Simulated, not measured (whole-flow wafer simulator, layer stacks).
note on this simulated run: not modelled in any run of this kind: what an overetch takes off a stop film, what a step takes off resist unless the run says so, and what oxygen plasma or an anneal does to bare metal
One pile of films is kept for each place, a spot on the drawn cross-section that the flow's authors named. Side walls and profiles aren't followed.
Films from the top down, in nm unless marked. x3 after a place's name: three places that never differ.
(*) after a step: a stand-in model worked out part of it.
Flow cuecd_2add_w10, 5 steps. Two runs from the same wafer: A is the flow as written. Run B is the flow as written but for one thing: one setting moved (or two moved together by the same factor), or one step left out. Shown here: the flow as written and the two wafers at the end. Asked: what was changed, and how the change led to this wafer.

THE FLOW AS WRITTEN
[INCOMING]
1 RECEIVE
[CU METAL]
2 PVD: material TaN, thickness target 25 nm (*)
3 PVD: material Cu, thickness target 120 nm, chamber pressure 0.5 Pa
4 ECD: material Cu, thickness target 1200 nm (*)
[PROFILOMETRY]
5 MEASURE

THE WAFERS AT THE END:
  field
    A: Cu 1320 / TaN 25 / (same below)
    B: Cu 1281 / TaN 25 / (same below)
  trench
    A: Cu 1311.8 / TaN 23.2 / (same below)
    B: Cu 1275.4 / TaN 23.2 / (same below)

The cause: step 3, PVD: thickness target 81 nm was run, where the flow has thickness target 120 nm.

How the change led to this, step by step:
  3 PVD: material Cu, thickness target 120 nm, chamber pressure 0.5 Pa
      field: A Cu +120 (new film) | B Cu +81 (new film)
      trench: A Cu +111.8 (new film) | B Cu +75.4 (new film)
